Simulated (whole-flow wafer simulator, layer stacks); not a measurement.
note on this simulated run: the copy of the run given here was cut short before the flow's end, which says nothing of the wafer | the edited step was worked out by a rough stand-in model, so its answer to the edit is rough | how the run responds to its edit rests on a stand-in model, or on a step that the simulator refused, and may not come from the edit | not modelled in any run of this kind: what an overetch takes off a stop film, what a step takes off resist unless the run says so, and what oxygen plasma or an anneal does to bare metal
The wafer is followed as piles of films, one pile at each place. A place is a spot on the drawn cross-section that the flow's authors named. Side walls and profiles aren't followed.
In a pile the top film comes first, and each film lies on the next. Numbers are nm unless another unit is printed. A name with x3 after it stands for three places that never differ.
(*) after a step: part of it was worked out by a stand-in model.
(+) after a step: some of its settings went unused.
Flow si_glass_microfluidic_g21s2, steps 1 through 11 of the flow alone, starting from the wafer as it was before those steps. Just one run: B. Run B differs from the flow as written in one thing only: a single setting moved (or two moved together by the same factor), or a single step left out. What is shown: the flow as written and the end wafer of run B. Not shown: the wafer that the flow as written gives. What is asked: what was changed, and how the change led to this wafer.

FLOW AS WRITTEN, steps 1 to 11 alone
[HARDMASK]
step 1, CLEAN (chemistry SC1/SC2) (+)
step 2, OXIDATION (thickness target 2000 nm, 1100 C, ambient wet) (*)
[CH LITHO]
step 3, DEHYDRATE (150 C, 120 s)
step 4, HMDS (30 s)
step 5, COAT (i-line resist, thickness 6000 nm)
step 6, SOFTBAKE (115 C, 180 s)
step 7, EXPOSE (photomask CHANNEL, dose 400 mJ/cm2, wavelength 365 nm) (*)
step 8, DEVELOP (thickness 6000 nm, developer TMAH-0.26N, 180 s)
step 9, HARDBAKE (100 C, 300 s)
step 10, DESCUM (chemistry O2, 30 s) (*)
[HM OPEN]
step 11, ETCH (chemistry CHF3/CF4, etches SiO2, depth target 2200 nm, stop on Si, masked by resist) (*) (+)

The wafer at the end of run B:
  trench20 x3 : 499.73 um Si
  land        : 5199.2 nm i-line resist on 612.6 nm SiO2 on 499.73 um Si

Cause: step 2, OXIDATION: 880 C was run, though the flow has 1100 C.

How this came from the change, step by step:
  step 2, OXIDATION (thickness target 2000 nm, 1100 C, ambient wet) (*)
      land, trench20 x3: SiO2 gains 612.6 (new film), chemical SiO2 loses 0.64 (all of it), Si loses 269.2 (as written it would have been: SiO2 gains 2000 (new film), chemical SiO2 loses 0.64 (all of it), Si loses 879.7)
  step 11, ETCH (chemistry CHF3/CF4, etches SiO2, depth target 2200 nm, stop on Si, masked by resist) (*) (+)
      trench20 x3: SiO2 loses 612.6 (all of it) (as written it would have been: SiO2 loses 2000 (all of it))
      land: i-line resist loses 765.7 (as written it would have been: i-line resist loses 1833.3)
